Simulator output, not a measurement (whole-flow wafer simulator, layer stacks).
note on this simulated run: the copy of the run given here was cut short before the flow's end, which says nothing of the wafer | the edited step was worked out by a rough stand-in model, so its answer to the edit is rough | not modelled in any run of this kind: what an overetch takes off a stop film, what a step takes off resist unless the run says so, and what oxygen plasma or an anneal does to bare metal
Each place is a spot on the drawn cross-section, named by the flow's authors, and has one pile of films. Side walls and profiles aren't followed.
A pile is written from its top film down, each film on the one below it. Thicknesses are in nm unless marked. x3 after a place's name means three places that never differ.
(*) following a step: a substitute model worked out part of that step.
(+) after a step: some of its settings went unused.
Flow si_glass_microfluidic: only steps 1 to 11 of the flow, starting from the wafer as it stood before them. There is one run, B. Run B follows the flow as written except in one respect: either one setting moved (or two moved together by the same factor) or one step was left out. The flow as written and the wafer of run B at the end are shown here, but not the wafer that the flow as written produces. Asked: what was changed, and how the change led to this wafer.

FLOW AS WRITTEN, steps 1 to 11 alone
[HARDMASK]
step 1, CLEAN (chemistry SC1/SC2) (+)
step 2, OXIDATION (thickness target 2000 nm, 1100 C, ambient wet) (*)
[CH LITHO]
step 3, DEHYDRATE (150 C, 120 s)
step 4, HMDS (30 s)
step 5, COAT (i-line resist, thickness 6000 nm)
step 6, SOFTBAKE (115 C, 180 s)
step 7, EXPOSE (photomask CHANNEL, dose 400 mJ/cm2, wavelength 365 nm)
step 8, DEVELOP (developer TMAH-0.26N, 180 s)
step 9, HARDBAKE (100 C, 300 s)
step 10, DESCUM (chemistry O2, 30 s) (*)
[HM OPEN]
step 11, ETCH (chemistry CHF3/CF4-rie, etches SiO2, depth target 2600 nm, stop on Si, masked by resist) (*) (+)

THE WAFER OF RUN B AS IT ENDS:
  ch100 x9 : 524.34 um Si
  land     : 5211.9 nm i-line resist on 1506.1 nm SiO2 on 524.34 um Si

Cause: step 2, OXIDATION: 1018 C was run, whereas the flow has 1100 C.

Step by step, how the change led to this:
  step 2, OXIDATION (thickness target 2000 nm, 1100 C, ambient wet) (*)
      land, ch100 x9: SiO2 gains 1506.1 (new film), chemical SiO2 loses 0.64 (all of it), Si loses 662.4 (it would be, as written: SiO2 gains 2000 (new film), chemical SiO2 loses 0.64 (all of it), Si loses 879.7)
  step 11, ETCH (chemistry CHF3/CF4-rie, etches SiO2, depth target 2600 nm, stop on Si, masked by resist) (*) (+)
      ch100 x9: SiO2 loses 1506.1 (all of it) (it would be, as written: SiO2 loses 2000 (all of it))
      land: i-line resist loses 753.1 (it would be, as written: i-line resist loses 866.7)
